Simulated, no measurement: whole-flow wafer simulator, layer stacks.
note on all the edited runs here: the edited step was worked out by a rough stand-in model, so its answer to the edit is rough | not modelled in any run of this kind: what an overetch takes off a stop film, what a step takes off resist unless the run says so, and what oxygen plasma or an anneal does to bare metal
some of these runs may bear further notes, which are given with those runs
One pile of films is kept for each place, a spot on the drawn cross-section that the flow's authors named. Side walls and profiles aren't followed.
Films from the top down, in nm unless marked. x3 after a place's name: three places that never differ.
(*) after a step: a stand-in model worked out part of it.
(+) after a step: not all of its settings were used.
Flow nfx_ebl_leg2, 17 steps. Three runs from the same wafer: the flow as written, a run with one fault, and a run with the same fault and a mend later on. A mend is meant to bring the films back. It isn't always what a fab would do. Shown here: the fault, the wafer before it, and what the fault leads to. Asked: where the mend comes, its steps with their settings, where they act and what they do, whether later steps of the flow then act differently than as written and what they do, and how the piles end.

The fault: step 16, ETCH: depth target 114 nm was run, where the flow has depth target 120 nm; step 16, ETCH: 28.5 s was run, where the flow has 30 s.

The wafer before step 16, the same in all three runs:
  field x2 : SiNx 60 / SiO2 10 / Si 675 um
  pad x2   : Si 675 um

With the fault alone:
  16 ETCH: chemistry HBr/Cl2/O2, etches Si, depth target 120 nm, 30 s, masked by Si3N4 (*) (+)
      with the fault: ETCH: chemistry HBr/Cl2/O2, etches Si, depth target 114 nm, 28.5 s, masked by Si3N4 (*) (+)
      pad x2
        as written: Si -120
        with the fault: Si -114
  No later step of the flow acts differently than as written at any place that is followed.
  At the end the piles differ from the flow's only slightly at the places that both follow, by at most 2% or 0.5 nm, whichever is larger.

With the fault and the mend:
  The mend comes after step 17.
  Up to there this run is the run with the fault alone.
  17a ETCH: chemistry HBr/Cl2/O2, etches Si, depth target 6 nm, 1.5 s, masked by Si3N4 (*) (+) (the flow's step 16 once more, with other settings)
      field x2
        SiNx -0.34
      pad x2
        Si -6
  No later step of the flow acts differently than as written at any place that is followed.
  At the end the piles are the same as the flow's at every place that both follow.
